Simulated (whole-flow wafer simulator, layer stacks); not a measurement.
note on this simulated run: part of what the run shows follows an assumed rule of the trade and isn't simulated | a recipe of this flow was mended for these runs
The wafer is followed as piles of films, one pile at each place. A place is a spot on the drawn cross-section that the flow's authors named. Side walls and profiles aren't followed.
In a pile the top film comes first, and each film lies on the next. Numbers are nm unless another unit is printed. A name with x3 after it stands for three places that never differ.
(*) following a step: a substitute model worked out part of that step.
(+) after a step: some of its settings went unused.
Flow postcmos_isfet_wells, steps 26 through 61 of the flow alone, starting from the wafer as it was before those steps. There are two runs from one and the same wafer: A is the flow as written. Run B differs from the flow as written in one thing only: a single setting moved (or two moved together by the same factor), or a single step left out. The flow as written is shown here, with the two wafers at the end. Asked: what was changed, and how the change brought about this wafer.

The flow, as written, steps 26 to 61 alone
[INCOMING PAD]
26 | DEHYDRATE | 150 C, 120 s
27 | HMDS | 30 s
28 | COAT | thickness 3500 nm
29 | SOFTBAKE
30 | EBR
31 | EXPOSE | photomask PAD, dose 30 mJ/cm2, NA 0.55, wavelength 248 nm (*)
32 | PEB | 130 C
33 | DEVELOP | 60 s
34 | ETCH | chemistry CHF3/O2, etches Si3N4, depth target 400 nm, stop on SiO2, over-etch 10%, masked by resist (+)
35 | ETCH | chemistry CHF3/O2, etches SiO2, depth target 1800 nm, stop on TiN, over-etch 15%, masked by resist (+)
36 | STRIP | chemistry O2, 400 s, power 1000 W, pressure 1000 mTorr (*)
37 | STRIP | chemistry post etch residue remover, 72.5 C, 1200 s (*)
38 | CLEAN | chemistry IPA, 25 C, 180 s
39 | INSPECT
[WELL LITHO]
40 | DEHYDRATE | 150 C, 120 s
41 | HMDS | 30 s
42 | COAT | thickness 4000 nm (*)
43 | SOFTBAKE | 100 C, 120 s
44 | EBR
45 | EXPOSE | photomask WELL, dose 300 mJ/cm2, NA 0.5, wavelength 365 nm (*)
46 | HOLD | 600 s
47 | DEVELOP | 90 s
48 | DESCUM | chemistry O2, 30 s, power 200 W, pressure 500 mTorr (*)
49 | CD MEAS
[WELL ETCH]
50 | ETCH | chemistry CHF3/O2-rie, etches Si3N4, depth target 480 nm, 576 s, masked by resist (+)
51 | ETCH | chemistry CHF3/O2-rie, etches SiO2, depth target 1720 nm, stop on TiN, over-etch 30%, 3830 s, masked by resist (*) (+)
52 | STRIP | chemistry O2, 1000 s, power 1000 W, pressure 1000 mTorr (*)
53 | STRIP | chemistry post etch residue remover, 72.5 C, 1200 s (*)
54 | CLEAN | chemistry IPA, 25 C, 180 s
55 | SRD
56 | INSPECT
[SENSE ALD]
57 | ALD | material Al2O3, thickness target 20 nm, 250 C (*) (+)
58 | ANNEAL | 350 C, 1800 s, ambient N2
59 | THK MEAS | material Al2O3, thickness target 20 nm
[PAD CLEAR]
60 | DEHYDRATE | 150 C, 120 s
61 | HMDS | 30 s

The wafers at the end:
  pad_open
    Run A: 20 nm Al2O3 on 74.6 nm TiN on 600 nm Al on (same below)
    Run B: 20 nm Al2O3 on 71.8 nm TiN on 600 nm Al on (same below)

What caused this: step 34, ETCH: depth target 460 nm was run, though the flow has depth target 400 nm.

Step by step, how the change led to this:
  34 | ETCH | chemistry CHF3/O2, etches Si3N4, depth target 400 nm, stop on SiO2, over-etch 10%, masked by resist (+)
      field, margin x2, well900 x4, pad_clr: A thick-KrF-resist loses 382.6 | B thick-KrF-resist loses 440
      pad_open: A Si3N4 loses 400 (all of it), SiO2 loses 20 | B Si3N4 loses 400 (all of it), SiO2 loses 53
  35 | ETCH | chemistry CHF3/O2, etches SiO2, depth target 1800 nm, stop on TiN, over-etch 15%, masked by resist (+)
      pad_open: A SiO2 loses 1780 (all of it), TiN loses 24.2 | B SiO2 loses 1747 (all of it), TiN loses 26.9
